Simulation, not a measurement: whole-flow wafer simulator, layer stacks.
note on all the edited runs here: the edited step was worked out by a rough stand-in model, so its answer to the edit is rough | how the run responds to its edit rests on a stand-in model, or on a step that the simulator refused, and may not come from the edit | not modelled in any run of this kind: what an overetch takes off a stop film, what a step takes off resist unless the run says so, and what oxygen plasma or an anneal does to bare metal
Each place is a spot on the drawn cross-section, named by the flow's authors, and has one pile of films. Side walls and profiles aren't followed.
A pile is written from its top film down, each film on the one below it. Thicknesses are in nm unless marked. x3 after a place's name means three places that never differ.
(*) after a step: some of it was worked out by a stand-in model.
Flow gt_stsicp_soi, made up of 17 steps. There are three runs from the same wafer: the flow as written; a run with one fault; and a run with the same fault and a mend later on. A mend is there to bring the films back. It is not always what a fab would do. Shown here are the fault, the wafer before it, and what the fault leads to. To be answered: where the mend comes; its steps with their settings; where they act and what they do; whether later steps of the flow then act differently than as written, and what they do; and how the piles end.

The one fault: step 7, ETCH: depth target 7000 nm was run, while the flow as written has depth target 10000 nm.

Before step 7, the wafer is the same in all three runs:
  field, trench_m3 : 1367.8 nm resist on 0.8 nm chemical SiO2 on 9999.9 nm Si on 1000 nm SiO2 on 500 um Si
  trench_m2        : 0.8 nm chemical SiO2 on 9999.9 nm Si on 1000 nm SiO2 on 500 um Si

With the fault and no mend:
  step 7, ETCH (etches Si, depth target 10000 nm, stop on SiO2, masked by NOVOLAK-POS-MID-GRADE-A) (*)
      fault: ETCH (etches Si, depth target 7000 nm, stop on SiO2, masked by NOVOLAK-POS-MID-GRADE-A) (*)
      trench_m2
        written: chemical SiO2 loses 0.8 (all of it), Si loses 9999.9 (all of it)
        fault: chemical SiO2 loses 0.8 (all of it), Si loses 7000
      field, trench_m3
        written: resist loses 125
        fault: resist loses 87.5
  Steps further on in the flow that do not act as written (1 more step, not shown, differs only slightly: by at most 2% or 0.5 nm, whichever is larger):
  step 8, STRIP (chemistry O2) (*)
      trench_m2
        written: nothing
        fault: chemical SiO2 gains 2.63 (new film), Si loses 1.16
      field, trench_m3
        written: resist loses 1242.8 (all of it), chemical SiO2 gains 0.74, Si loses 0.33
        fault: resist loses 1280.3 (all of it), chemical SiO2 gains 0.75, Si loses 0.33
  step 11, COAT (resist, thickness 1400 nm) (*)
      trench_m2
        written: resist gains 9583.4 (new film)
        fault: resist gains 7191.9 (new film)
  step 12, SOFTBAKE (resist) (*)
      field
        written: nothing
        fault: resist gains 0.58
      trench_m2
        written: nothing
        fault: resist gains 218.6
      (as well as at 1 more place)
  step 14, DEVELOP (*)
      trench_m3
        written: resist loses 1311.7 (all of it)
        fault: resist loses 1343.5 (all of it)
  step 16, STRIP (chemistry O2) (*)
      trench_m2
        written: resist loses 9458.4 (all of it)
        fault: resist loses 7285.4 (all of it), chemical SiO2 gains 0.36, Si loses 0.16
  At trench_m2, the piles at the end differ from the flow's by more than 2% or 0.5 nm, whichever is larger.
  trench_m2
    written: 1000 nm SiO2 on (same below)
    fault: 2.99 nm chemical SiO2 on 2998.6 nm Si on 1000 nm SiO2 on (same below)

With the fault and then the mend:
  After step 7 comes the mend.
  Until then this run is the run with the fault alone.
  step 7a, ETCH (etches Si, depth target 3000 nm, stop on SiO2, masked by NOVOLAK-POS-MID-GRADE-A) (*) (a further turn of the flow's step 7, with different settings)
      field, trench_m3
        resist loses 37.5
      trench_m2
        Si loses 2999.9 (all of it)
  Later steps of the flow that are run all act as written at every place that is followed.
  The piles end the same as the flow's at every place that both follow.
